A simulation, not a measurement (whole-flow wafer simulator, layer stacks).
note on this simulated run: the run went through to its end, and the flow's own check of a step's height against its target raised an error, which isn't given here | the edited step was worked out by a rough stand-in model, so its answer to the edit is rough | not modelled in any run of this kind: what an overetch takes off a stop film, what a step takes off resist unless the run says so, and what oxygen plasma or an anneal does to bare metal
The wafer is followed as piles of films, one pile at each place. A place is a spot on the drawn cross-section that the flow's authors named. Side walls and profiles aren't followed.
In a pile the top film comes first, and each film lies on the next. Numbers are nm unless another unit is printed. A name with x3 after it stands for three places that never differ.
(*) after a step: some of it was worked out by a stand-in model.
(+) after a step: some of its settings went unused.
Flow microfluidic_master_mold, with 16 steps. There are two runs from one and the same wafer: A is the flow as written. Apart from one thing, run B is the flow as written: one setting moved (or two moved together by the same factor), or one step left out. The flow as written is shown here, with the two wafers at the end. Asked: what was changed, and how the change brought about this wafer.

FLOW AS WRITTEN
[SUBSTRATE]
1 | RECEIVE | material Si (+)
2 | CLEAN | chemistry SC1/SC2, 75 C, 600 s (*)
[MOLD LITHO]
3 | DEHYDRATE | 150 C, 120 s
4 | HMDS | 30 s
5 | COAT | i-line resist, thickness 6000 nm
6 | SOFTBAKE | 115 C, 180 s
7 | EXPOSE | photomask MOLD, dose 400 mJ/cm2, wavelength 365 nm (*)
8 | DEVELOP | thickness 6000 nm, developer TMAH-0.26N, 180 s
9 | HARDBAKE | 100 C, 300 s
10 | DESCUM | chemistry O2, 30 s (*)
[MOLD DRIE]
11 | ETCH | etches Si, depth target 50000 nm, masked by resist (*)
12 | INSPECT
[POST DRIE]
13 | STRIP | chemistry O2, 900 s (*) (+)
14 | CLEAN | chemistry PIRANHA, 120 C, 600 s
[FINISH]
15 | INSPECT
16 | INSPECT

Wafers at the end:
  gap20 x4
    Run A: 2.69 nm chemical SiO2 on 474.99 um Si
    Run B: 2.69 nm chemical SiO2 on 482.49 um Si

What caused this: step 11, ETCH: depth target 42500 nm was run, while the flow as written has depth target 50000 nm.

How this came from the change, step by step:
  11 | ETCH | etches Si, depth target 50000 nm, masked by resist (*)
      gap20 x4: A chemical SiO2 loses 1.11 (all of it), Si loses 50 um | B chemical SiO2 loses 1.11 (all of it), Si loses 42.5 um
      ridge: A i-line resist loses 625 | B i-line resist loses 531.2
